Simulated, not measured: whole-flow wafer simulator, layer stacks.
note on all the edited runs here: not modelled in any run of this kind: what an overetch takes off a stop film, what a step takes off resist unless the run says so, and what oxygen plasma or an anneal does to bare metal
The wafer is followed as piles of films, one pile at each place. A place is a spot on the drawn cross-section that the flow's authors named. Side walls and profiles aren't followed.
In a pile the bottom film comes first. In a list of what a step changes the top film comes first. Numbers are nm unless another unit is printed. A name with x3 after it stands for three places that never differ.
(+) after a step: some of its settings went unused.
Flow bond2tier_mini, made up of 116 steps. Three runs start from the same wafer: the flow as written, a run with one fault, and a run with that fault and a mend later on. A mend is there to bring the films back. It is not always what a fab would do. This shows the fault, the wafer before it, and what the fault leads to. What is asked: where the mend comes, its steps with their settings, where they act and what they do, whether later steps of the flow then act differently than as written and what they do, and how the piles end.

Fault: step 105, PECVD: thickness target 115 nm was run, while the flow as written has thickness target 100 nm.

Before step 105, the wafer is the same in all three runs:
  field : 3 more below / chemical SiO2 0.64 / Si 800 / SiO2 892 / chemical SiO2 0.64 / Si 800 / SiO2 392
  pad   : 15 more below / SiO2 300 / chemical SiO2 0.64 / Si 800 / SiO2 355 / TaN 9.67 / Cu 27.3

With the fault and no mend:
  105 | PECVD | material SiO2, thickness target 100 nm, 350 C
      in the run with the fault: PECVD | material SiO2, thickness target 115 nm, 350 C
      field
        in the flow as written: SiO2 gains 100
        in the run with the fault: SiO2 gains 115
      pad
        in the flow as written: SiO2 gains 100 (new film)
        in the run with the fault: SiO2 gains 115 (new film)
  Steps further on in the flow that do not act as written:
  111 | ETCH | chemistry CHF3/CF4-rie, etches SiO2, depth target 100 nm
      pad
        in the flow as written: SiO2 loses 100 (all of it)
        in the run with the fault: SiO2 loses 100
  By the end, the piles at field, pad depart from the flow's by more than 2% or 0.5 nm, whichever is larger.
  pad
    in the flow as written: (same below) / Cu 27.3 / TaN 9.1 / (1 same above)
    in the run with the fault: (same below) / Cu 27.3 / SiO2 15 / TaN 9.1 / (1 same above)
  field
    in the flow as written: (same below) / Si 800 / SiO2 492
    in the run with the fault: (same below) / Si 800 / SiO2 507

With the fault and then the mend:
  The mend follows step 110.
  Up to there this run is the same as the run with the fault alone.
  110a | STRIP | chemistry O2, over-ash 100% (+)
      field
        KrF resist loses 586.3 (all of it)
  110b | ETCH | chemistry CHF3/CF4-rie, etches SiO2, depth target 15 nm (the flow's step 62, run once more with other settings)
      field, pad
        SiO2 loses 15
  110c | COAT | KrF resist, thickness 600 nm (the flow's step 106, run once more)
      field, pad
        KrF resist gains 600 (new film)
  110d | SOFTBAKE | KrF resist (the flow's step 107, run once more)
      alters no film at any place that is followed
  110e | EXPOSE | photomask T3PAD, NA 0.6 (the flow's step 108, run once more)
      alters no film at any place that is followed
  110f | PEB | KrF resist (the flow's step 109, run once more)
      alters no film at any place that is followed
  110g | DEVELOP | developer TMAH-0.26N, 60 s (the flow's step 110, run once more)
      field
        KrF resist loses 13.7
      pad
        KrF resist loses 600 (all of it)
  Every later step of the flow that is run acts as written at every place that is followed.
  By the end, the piles equal the flow's at every place that both follow.
